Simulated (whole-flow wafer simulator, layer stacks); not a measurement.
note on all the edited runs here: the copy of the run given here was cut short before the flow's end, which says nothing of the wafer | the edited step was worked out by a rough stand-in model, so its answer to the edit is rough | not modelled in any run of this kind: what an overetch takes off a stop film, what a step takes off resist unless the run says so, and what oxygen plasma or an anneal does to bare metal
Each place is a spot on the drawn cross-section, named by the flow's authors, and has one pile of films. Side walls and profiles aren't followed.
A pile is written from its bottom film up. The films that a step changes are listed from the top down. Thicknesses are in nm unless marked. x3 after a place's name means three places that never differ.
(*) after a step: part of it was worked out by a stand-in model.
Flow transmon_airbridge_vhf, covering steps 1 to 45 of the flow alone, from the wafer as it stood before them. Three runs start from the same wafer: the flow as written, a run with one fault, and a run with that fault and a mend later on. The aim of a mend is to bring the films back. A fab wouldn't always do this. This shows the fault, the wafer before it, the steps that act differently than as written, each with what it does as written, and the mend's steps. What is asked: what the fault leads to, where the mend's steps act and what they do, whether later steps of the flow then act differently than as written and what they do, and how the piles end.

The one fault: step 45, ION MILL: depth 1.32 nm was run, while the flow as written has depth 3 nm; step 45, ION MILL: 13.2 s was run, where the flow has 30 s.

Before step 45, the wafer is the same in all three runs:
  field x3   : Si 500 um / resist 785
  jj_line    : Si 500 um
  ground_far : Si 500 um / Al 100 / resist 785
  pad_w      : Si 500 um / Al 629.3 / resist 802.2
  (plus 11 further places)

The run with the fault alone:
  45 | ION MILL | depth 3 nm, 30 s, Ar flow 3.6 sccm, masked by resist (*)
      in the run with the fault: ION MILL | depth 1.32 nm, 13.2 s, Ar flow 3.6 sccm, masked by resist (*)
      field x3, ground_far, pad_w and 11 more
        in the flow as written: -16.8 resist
        in the run with the fault: -7.39 resist
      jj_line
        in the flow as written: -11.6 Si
        in the run with the fault: -5.12 Si
  Every later step of the flow that is run acts as written at every place that is followed.
  The piles end only slightly different from the flow's at the places that both follow, by no more than 2% or 0.5 nm, whichever is larger.

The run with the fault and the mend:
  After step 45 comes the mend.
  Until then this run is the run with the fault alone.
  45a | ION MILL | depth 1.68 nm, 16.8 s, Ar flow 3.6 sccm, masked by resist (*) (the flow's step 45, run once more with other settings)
      field x3, ground_far, pad_w and 11 more
        -9.4 resist
      jj_line
        -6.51 Si
  Every later step of the flow that is run acts as written at every place that is followed.
  By the end, the piles equal the flow's at every place that both follow.
